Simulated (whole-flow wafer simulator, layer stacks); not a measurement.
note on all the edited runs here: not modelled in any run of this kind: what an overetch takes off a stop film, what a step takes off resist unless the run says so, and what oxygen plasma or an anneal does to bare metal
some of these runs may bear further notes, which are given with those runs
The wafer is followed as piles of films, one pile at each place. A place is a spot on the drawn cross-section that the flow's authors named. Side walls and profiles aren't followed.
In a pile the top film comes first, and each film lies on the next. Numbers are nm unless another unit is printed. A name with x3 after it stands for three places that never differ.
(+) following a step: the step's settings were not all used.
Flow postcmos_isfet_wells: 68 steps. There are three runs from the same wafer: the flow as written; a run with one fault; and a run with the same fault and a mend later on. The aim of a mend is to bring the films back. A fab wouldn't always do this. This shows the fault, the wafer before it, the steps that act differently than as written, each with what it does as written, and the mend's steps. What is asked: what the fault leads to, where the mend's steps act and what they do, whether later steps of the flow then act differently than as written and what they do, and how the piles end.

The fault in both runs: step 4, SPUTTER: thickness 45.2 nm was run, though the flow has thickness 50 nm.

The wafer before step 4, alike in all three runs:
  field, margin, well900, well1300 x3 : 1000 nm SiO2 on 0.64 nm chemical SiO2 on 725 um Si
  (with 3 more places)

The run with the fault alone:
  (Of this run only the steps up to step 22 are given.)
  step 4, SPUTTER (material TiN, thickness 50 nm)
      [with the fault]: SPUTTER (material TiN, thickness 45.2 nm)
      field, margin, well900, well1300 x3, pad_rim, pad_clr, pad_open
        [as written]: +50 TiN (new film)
        [with the fault]: +45.2 TiN (new film)
  Later steps of the flow acting differently than as written:
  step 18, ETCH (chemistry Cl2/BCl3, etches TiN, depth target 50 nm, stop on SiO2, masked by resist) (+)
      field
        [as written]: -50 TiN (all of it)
        [with the fault]: -45.2 TiN (all of it)
  After step 22, at margin, well900, well1300 x3, pad_rim, pad_clr, pad_open, the piles differ from the flow's by more than 2% or 0.5 nm, whichever is larger.
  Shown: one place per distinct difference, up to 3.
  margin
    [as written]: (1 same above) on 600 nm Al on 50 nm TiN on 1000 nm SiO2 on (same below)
    [with the fault]: (1 same above) on 600 nm Al on 45.2 nm TiN on 1000 nm SiO2 on (same below)

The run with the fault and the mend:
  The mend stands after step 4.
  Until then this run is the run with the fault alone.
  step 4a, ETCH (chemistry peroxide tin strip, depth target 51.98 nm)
      field, margin, well900, well1300 x3, pad_rim, pad_clr, pad_open
        -45.2 TiN (all of it)
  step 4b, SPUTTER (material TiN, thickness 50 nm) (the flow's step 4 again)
      field, margin, well900, well1300 x3, pad_rim, pad_clr, pad_open
        +50 TiN (new film)
  Later steps of the flow that are run all act as written at every place that is followed.
  At every place that both follow, the piles at the end match the flow's.
